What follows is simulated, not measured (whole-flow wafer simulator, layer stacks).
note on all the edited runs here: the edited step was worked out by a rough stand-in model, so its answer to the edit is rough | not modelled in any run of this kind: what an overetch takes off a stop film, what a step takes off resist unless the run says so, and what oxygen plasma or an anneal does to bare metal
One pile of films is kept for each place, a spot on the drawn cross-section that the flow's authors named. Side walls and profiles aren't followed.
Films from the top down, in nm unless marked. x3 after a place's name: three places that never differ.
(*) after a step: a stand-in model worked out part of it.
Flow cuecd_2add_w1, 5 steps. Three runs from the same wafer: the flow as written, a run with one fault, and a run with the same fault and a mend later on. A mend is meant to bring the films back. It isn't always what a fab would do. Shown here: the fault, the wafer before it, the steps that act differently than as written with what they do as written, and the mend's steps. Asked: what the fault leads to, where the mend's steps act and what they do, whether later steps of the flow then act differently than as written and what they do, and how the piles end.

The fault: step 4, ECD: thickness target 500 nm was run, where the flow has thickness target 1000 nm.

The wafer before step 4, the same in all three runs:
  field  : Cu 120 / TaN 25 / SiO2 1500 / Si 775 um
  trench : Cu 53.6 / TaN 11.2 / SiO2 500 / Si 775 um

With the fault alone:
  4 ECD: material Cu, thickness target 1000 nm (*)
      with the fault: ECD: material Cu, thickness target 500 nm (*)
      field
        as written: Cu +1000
        with the fault: Cu +500
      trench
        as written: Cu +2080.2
        with the fault: Cu +1580.2
  No later step of the flow acts differently than as written at any place that is followed.
  At the end the piles differ from the flow's by more than 2% or 0.5 nm, whichever is larger, at field, trench.
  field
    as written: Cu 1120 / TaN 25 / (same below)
    with the fault: Cu 620 / TaN 25 / (same below)
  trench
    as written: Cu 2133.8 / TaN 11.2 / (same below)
    with the fault: Cu 1633.8 / TaN 11.2 / (same below)

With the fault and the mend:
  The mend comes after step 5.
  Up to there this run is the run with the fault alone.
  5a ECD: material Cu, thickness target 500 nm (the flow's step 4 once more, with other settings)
      field, trench
        Cu +500
  No later step of the flow acts differently than as written at any place that is followed.
  At the end the piles are the same as the flow's at every place that both follow.
